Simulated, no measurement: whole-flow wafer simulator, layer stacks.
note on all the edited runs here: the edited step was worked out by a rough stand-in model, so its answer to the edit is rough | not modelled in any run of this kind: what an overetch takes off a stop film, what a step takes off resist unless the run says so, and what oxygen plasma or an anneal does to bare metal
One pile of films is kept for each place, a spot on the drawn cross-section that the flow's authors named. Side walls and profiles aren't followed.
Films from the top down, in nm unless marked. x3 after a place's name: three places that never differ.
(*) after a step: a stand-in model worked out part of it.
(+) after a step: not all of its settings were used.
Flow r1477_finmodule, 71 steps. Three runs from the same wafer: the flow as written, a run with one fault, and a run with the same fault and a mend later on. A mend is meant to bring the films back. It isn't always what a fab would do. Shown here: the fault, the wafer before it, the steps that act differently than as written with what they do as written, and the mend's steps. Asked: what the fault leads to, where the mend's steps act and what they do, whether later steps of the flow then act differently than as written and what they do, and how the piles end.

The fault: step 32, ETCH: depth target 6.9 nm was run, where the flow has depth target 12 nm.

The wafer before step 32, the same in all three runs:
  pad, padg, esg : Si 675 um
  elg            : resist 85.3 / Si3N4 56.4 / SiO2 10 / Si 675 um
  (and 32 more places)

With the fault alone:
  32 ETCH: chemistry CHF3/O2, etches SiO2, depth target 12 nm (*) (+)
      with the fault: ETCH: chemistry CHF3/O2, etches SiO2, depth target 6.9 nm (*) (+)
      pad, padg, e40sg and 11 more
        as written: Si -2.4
        with the fault: Si -1.38
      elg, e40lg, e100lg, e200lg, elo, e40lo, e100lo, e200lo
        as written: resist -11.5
        with the fault: resist -6.61
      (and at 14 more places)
  Later steps of the flow that act differently than as written (4 more steps differ only slightly, by at most 2% or 0.5 nm, whichever is larger, and aren't shown):
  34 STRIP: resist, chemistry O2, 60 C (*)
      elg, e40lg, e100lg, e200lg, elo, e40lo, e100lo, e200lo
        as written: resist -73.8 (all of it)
        with the fault: resist -78.7 (all of it)
  At the end the piles differ from the flow's only slightly at the places that both follow, by at most 2% or 0.5 nm, whichever is larger.

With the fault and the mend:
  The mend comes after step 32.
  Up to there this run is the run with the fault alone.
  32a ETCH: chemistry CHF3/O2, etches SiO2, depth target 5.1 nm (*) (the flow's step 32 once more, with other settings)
      pad, padg, e40sg and 11 more
        Si -1.02
      elg, e40lg, e100lg, e200lg, elo, e40lo, e100lo, e200lo
        resist -4.89
      s40sg_line, s45sg_line, s50sg_line, s40so_line, s45so_line, s50so_line
        SiO2 -5.1
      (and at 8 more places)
  No later step of the flow acts differently than as written, at any place that is followed, by more than 2% or 0.5 nm, whichever is larger.
  At the end the piles differ from the flow's only slightly at the places that both follow, by at most 2% or 0.5 nm, whichever is larger.
